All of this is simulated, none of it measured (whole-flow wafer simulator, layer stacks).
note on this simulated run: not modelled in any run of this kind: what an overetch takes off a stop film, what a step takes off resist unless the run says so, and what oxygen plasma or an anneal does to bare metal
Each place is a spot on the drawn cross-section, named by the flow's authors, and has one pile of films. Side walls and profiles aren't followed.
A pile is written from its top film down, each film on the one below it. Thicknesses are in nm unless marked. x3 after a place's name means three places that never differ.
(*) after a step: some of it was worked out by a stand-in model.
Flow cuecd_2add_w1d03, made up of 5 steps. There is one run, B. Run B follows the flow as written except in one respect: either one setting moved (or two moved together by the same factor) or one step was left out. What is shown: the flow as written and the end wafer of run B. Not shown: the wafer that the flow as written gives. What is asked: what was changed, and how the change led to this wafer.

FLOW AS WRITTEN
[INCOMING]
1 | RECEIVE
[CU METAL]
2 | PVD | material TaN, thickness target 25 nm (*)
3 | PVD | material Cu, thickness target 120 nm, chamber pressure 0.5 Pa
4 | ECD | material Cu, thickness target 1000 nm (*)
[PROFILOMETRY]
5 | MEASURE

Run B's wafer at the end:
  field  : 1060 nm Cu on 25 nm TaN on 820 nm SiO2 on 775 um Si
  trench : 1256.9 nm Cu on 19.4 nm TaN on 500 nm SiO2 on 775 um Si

What caused this: step 3, PVD: thickness target 60 nm was run, while the flow as written has thickness target 120 nm.

The path from the change to this, step by step:
  3 | PVD | material Cu, thickness target 120 nm, chamber pressure 0.5 Pa
      field: Cu gains 60 (new film) (it would be, as written: Cu gains 120 (new film))
      trench: Cu gains 46.8 (new film) (it would be, as written: Cu gains 93.4 (new film))
